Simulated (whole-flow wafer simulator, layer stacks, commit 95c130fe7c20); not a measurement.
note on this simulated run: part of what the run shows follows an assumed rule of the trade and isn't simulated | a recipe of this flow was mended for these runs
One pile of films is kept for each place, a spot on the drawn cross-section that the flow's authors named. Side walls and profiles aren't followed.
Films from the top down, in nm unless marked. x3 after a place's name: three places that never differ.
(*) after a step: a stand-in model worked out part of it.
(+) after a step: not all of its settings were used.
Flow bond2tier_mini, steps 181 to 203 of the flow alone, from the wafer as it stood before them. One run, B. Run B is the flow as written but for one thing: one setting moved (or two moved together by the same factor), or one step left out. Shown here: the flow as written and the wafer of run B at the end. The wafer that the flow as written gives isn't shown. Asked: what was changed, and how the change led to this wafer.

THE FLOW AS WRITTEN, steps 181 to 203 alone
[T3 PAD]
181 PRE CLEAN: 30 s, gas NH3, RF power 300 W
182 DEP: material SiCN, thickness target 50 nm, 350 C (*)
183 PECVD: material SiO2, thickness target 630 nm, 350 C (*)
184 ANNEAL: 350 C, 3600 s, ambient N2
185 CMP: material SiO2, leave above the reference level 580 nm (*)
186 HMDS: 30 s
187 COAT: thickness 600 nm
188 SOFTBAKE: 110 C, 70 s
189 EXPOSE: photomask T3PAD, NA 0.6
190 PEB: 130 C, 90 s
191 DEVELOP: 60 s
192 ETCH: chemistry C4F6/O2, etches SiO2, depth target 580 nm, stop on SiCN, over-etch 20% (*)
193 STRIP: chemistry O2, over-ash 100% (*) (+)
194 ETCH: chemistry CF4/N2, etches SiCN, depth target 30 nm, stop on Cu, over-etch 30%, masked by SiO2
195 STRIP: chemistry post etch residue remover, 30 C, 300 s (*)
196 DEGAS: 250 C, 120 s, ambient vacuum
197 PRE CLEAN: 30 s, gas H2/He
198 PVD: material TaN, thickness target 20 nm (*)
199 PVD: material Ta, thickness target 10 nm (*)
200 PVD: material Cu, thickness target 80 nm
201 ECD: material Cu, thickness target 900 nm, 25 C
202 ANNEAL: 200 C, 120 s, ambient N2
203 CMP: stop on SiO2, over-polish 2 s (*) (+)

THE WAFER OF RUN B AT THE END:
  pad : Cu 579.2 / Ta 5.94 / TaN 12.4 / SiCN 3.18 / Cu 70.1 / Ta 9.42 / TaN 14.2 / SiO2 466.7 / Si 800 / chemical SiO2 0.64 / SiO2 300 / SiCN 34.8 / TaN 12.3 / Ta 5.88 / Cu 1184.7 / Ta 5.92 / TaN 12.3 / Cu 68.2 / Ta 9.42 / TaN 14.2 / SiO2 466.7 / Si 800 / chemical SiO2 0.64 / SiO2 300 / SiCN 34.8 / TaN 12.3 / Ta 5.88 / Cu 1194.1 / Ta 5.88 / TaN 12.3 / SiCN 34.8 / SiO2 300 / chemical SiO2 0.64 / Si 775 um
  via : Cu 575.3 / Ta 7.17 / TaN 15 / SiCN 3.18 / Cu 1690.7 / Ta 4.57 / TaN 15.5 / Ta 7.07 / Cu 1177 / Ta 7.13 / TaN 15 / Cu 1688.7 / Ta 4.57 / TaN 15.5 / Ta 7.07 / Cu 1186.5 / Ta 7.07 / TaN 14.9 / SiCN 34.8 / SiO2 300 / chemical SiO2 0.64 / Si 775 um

The cause: step 192, ETCH: depth target 522 nm was run, where the flow has depth target 580 nm.

How the change led to this, step by step:
  192 ETCH: chemistry C4F6/O2, etches SiO2, depth target 580 nm, stop on SiCN, over-etch 20% (*)
      pad, via: SiO2 -580 (all of it), SiCN -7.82 (as written it would be: SiO2 -580 (all of it), SiCN -19.6)
      field: thick-KrF-resist -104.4 (as written it would be: thick-KrF-resist -116)
  193 STRIP: chemistry O2, over-ash 100% (*) (+)
      field: thick-KrF-resist -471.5 (all of it) (as written it would be: thick-KrF-resist -459.9 (all of it))
  194 ETCH: chemistry CF4/N2, etches SiCN, depth target 30 nm, stop on Cu, over-etch 30%, masked by SiO2
      pad, via: SiCN -39 (as written it would be: SiCN -30.4 (all of it), Cu -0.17)
  195 STRIP: chemistry post etch residue remover, 30 C, 300 s (*)
      pad, via: nothing (as written it would be: Cu -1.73)
Counting metal films that touch as one body, pad has 4 bodies (between them, from the top down: SiCN 3.18; SiO2 466.7 / Si 800 / chemical SiO2 0.64 / SiO2 300 / SiCN 34.8; SiO2 466.7 / Si 800 / chemical SiO2 0.64 / SiO2 300 / SiCN 34.8); the flow as written gives 3 bodies (between them, from the top down: SiO2 466.7 / Si 800 / chemical SiO2 0.64 / SiO2 300 / SiCN 34.8; SiO2 466.7 / Si 800 / chemical SiO2 0.64 / SiO2 300 / SiCN 34.8).
Counting metal films that touch as one body, via has 2 bodies (between them, from the top down: SiCN 3.18); the flow as written gives 1 body.
